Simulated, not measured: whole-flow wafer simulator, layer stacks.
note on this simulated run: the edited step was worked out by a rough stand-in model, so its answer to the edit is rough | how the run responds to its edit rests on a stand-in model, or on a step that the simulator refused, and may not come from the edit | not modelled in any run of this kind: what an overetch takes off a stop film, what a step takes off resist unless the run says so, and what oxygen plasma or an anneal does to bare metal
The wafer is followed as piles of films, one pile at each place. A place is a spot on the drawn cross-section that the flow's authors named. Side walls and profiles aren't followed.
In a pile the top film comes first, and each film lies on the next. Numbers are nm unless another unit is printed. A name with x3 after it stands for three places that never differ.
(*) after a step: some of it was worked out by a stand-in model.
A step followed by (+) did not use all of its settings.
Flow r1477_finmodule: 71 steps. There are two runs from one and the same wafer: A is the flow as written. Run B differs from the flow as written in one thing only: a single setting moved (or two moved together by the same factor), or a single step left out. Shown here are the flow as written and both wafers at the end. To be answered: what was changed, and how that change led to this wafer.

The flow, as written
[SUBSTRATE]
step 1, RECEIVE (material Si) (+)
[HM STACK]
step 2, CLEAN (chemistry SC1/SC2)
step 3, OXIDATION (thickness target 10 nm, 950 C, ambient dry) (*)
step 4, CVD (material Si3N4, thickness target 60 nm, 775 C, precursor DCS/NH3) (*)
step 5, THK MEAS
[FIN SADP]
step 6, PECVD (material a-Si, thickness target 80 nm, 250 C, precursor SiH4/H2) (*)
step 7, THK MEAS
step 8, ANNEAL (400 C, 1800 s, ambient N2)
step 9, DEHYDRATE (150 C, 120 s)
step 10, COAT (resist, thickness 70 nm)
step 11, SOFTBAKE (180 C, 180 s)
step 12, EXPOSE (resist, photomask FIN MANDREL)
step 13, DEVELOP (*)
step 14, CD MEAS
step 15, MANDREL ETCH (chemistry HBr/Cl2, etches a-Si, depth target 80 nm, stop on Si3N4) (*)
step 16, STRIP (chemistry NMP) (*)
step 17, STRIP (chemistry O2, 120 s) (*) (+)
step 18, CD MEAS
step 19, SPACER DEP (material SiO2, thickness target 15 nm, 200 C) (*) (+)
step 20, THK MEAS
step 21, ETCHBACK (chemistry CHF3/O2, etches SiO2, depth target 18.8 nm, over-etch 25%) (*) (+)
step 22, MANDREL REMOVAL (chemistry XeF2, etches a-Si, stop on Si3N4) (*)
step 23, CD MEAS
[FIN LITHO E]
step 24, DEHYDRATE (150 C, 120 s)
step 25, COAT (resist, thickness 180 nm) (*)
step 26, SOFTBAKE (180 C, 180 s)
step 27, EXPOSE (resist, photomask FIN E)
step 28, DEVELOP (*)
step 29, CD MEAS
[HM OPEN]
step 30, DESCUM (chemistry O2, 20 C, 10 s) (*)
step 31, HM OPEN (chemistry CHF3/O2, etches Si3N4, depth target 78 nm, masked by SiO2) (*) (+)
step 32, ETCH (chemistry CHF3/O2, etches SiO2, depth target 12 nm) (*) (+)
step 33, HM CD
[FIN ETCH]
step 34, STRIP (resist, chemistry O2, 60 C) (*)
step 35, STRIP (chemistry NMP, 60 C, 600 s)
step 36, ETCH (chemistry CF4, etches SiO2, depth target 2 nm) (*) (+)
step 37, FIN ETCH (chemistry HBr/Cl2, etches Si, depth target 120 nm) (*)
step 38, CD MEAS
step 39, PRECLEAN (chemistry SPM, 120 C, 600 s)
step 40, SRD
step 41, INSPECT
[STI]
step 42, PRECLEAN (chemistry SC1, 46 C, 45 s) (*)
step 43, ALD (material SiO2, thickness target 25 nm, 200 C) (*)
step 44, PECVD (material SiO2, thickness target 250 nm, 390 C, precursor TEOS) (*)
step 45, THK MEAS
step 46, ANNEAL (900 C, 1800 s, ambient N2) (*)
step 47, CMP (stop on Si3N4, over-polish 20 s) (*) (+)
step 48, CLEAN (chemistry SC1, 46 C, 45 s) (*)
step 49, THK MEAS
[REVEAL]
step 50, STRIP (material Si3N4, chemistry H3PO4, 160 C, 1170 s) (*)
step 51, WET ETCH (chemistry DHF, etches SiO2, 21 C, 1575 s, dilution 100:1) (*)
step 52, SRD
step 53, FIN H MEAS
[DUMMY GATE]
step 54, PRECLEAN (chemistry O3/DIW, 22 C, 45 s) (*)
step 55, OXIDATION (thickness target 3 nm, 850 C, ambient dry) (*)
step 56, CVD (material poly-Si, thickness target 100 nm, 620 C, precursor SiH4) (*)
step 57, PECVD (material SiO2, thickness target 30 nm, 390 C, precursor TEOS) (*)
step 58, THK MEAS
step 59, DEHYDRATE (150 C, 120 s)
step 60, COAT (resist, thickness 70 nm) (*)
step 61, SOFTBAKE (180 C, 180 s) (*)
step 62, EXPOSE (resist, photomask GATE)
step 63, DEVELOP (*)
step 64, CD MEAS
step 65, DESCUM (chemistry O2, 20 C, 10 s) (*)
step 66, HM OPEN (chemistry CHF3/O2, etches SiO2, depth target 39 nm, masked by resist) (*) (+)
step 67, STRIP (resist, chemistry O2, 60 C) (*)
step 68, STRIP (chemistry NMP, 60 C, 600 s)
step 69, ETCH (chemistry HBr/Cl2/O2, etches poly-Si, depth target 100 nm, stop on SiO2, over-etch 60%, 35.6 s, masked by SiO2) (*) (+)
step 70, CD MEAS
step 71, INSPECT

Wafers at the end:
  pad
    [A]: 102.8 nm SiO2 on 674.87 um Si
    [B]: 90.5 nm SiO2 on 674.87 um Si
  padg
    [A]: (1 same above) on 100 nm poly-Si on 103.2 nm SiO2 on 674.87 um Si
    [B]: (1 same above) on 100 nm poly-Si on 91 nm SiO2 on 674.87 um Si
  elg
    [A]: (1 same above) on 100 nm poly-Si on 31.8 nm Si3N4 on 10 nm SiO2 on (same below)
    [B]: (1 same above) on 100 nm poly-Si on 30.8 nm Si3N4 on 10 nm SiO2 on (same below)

The reason: step 6, PECVD: thickness target 59.2 nm was run, whereas the flow has thickness target 80 nm.

How this came from the change, step by step:
  step 6, PECVD (material a-Si, thickness target 80 nm, 250 C, precursor SiH4/H2) (*)
      pad, padg, elg and 33 more: A +80 a-Si (new film) | B +59.2 a-Si (new film)
  step 15, MANDREL ETCH (chemistry HBr/Cl2, etches a-Si, depth target 80 nm, stop on Si3N4) (*)
      pad, padg, elg and 27 more: A -80 a-Si (all of it) | B -59.2 a-Si (all of it)
  step 21, ETCHBACK (chemistry CHF3/O2, etches SiO2, depth target 18.8 nm, over-etch 25%) (*) (+)
      s40sg_line, s45sg_line, s50sg_line, s40so_line, s45so_line, s50so_line: A +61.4 SiO2 | B +40.6 SiO2
  step 22, MANDREL REMOVAL (chemistry XeF2, etches a-Si, stop on Si3N4) (*)
      s40cg, s45cg, s50cg, s40co, s45co, s50co: A -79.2 a-Si (all of it) | B -58.4 a-Si (all of it)
  step 25, COAT (resist, thickness 180 nm) (*)
      s40cg, s40co: A +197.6 resist (new film) | B +192.4 resist (new film)
      s40sg, s40so: A +201.2 resist (new film) | B +196 resist (new film)
      (and at 14 other places as well)
  step 28, DEVELOP (*)
      s40cg, s40co: A -197.6 resist (all of it) | B -192.4 resist (all of it)
      s40sg, s40so: A -201.2 resist (all of it) | B -196 resist (all of it)
      (and at 14 other places as well)
  step 37, FIN ETCH (chemistry HBr/Cl2, etches Si, depth target 120 nm) (*)
      s40sg_line, s45sg_line, s50sg_line, s40so_line, s45so_line, s50so_line: A -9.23 SiO2 | B -2.6 SiO2 (all of it), -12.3 Si3N4
  step 43, ALD (material SiO2, thickness target 25 nm, 200 C) (*)
      s40sg_line, s45sg_line, s50sg_line, s40so_line, s45so_line, s50so_line: A +25 SiO2 | B +25 SiO2 (new film)
      s40cg, s45cg, s50cg, s40co, s45co, s50co: A +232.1 SiO2 (new film) | B +205.6 SiO2 (new film)
  step 47, CMP (stop on Si3N4, over-polish 20 s) (*) (+)
      pad, padg, e40sg and 11 more: A -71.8 SiO2 | B -84.1 SiO2
      elg, esg, e40lg and 6 more: A -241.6 SiO2 | B -253.9 SiO2
      (and at 13 other places as well)
  step 50, STRIP (material Si3N4, chemistry H3PO4, 160 C, 1170 s) (*)
      s40sg_line, s45sg_line, s50sg_line, s40so_line, s45so_line, s50so_line: A -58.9 Si3N4 (all of it), -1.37 SiO2 | B -46.6 Si3N4 (all of it), -1.75 SiO2
  step 51, WET ETCH (chemistry DHF, etches SiO2, 21 C, 1575 s, dilution 100:1) (*)
      elg, e40lg, e100lg, e200lg, elo, e40lo, e100lo, e200lo: A -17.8 SiO2 (all of it), -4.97 Si3N4 | B -5.54 SiO2 (all of it), -5.97 Si3N4
  step 56, CVD (material poly-Si, thickness target 100 nm, 620 C, precursor SiH4) (*)
      s40cg, s40co: A +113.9 poly-Si (new film) | B +128.2 poly-Si (new film)
      s45cg, s45co: A +113.4 poly-Si (new film) | B +128.2 poly-Si (new film)
      (and at 3 other places as well)
  step 60, COAT (resist, thickness 70 nm) (*)
      e40sg, eso, e40so: A +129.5 resist (new film) | B +140.2 resist (new film)
      e100sg, e100so: A +129.4 resist (new film) | B +140.1 resist (new film)
      (and at 14 other places as well)
  step 63, DEVELOP (*)
      eso, e40so: A -129.5 resist (all of it) | B -140.2 resist (all of it)
      e100so: A -129.4 resist (all of it) | B -140.1 resist (all of it)
      (and at 7 other places as well)
  step 67, STRIP (resist, chemistry O2, 60 C) (*)
      e40lg, e100lg, e200lg: A -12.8 resist (all of it) | B -12.2 resist (all of it)
      e40sg: A -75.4 resist (all of it) | B -86.1 resist (all of it)
      (and at 8 other places as well)
  step 69, ETCH (chemistry HBr/Cl2/O2, etches poly-Si, depth target 100 nm, stop on SiO2, over-etch 60%, 35.6 s, masked by SiO2) (*) (+)
      s40co: A -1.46 chemical SiO2 (all of it), -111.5 poly-Si (all of it), -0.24 SiO2 | B -1.5 chemical SiO2 (all of it), -125.8 poly-Si (all of it), -0.17 SiO2
      s45co: A -1.46 chemical SiO2 (all of it), -110.9 poly-Si (all of it), -0.25 SiO2 | B -1.5 chemical SiO2 (all of it), -125.8 poly-Si (all of it), -0.17 SiO2
      (and at 1 other place as well)
